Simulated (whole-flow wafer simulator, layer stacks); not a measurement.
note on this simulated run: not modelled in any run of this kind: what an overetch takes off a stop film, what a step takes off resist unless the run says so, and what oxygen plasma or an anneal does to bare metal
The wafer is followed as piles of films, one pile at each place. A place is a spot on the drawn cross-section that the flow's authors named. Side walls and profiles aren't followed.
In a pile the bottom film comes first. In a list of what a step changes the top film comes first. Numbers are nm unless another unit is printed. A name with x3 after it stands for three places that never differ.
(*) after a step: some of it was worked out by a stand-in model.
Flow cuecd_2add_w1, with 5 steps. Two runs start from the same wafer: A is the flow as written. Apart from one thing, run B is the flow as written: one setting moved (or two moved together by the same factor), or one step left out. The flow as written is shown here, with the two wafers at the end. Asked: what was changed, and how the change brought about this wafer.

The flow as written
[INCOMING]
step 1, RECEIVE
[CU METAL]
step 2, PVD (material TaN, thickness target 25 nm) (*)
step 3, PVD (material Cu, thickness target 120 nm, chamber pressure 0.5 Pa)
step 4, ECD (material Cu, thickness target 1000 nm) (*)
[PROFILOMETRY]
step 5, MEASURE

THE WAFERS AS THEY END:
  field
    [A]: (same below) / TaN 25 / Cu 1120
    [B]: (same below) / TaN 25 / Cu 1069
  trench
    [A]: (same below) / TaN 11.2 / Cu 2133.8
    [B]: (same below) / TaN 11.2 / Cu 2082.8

The reason: step 3, PVD: thickness target 69 nm was run, whereas the flow has thickness target 120 nm.

How this came from the change, step by step:
  step 3, PVD (material Cu, thickness target 120 nm, chamber pressure 0.5 Pa)
      field: A Cu gains 120 (new film) | B Cu gains 69 (new film)
      trench: A Cu gains 53.6 (new film) | B Cu gains 31.3 (new film)
